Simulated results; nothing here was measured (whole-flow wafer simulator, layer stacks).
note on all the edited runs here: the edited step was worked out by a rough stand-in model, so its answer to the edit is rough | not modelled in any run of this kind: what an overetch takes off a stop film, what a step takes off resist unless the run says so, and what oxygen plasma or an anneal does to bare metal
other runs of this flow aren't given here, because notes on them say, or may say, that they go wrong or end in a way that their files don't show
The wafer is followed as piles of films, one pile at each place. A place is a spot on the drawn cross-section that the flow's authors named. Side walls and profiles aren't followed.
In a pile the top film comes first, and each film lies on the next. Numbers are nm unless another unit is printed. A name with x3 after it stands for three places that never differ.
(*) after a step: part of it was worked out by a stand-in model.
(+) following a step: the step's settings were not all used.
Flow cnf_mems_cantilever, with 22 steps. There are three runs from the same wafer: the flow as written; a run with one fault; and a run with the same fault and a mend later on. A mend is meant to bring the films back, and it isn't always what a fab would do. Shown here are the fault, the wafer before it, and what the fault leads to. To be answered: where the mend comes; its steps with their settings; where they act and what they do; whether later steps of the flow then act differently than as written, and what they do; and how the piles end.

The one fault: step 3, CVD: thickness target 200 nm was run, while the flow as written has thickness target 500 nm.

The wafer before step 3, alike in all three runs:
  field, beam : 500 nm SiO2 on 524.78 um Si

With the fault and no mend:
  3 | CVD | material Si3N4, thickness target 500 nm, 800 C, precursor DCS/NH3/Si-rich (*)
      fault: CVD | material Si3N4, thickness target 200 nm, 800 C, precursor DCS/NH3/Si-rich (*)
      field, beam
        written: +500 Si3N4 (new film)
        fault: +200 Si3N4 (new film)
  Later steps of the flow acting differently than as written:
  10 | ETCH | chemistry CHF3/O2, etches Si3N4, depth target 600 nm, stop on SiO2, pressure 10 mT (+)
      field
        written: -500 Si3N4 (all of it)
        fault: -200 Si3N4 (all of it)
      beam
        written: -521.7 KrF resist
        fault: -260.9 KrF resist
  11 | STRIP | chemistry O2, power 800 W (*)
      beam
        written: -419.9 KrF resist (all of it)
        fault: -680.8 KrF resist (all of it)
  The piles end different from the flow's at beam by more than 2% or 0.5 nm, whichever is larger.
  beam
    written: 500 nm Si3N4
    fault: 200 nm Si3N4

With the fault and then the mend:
  The mend follows step 3.
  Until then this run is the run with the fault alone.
  3a | CVD | material Si3N4, thickness target 300 nm, 800 C, precursor DCS/NH3/Si-rich (*) (the flow's step 3 again, with other settings)
      field, beam
        +300 Si3N4
  Later steps of the flow that are run all act as written at every place that is followed.
  The piles end the same as the flow's at every place that both follow.
